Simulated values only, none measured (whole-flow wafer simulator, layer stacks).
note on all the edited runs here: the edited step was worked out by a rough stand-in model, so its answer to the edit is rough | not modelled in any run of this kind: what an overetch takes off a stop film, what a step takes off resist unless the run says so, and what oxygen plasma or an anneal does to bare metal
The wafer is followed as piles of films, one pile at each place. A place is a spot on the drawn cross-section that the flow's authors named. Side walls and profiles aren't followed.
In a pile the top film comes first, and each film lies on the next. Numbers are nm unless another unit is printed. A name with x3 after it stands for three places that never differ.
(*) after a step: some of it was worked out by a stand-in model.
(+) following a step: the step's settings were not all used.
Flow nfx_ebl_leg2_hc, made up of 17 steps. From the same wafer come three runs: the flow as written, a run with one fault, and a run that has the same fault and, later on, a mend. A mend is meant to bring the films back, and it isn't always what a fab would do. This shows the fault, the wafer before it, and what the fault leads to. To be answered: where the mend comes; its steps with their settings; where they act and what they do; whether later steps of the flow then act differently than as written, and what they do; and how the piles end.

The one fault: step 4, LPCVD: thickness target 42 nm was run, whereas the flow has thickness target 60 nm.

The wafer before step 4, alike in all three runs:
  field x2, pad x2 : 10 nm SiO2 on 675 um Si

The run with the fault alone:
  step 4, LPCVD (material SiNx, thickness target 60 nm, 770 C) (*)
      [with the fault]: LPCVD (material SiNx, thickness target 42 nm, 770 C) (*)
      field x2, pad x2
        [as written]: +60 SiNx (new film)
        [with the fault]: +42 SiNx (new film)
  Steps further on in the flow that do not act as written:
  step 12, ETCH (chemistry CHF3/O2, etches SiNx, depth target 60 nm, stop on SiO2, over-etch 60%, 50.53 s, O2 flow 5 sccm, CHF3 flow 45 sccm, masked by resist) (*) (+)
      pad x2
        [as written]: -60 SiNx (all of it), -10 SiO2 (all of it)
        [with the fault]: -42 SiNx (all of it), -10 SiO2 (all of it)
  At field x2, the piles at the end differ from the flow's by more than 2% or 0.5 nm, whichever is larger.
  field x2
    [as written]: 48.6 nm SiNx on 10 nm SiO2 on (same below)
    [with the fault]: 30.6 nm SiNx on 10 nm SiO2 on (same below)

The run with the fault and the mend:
  The mend follows step 5.
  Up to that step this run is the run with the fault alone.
  step 5a, LPCVD (material SiNx, thickness target 18 nm, 770 C) (*) (the flow's step 4, run once more with other settings)
      field x2, pad x2
        +18 SiNx
  Later steps of the flow that are run all act as written at every place that is followed.
  By the end, the piles equal the flow's at every place that both follow.
